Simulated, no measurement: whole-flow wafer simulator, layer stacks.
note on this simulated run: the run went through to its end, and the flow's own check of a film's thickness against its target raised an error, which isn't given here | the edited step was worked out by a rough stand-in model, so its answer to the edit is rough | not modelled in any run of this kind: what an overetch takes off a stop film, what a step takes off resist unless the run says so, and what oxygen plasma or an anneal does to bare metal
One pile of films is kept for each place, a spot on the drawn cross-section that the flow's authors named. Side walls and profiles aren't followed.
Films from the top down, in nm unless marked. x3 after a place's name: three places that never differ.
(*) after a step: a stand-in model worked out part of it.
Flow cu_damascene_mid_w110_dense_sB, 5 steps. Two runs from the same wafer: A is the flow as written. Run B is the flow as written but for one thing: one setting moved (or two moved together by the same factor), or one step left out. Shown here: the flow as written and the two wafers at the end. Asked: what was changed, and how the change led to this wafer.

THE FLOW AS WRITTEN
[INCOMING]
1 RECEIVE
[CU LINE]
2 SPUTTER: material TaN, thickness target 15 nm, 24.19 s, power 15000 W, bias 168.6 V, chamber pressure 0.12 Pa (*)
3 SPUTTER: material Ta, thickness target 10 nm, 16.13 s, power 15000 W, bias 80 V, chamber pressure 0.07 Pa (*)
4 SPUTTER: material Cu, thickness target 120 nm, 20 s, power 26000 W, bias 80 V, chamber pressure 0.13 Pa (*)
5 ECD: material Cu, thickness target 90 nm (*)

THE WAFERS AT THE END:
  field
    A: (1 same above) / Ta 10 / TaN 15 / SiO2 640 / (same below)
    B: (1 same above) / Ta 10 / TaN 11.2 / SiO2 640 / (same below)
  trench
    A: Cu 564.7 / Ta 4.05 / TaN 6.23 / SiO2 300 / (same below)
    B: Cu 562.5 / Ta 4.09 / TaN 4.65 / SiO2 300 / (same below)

The cause: step 2, SPUTTER: thickness target 11.2 nm was run, where the flow has thickness target 15 nm; step 2, SPUTTER: 18.14 s was run, where the flow has 24.19 s.
It can be read off the wafer: field has TaN 11.2, and step 2 as written asks for 15 nm.

How the change led to this, step by step:
  2 SPUTTER: material TaN, thickness target 15 nm, 24.19 s, power 15000 W, bias 168.6 V, chamber pressure 0.12 Pa (*)
      field: A TaN +15 (new film) | B TaN +11.2 (new film)
      trench: A TaN +6.23 (new film) | B TaN +4.65 (new film)
